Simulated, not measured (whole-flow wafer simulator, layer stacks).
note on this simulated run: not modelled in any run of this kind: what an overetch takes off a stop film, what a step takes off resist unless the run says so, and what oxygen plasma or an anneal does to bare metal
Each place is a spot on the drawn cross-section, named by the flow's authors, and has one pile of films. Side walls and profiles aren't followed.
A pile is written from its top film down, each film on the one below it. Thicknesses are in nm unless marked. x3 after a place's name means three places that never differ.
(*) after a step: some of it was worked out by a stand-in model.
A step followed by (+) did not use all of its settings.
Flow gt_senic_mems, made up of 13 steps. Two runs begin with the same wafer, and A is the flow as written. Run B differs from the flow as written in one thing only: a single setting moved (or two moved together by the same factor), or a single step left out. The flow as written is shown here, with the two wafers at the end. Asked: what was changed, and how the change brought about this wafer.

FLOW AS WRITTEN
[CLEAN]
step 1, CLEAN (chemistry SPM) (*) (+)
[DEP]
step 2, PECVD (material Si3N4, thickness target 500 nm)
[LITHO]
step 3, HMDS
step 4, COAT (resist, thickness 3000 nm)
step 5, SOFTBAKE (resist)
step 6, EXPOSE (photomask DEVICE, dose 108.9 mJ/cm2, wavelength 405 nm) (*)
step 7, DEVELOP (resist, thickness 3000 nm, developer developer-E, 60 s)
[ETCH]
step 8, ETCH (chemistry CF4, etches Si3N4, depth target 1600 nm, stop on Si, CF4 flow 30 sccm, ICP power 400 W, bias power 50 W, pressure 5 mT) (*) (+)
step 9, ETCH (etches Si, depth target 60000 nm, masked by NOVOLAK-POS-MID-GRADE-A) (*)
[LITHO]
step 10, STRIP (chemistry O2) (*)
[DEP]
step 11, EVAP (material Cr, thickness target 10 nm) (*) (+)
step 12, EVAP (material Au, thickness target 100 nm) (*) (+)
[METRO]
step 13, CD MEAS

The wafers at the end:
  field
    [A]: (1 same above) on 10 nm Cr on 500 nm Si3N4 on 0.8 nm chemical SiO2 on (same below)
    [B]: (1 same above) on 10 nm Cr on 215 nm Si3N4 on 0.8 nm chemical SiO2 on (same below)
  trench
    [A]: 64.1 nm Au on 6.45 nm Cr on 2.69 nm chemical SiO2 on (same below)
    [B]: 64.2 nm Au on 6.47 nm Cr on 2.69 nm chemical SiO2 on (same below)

What caused this: step 2, PECVD: thickness target 215 nm was run, though the flow has thickness target 500 nm.
The wafer lets one read it off: field has Si3N4 215, and step 2 as written asks for 500 nm.

How this came from the change, step by step:
  step 2, PECVD (material Si3N4, thickness target 500 nm)
      field, trench: A +500 Si3N4 (new film) | B +215 Si3N4 (new film)
  step 8, ETCH (chemistry CF4, etches Si3N4, depth target 1600 nm, stop on Si, CF4 flow 30 sccm, ICP power 400 W, bias power 50 W, pressure 5 mT) (*) (+)
      field: A -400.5 resist | B -210.5 resist
      trench: A -500 Si3N4 (all of it), -0.8 chemical SiO2 (all of it) | B -215 Si3N4 (all of it), -0.8 chemical SiO2 (all of it)
  step 10, STRIP (chemistry O2) (*)
      field: A -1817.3 resist (all of it) | B -2007.3 resist (all of it)
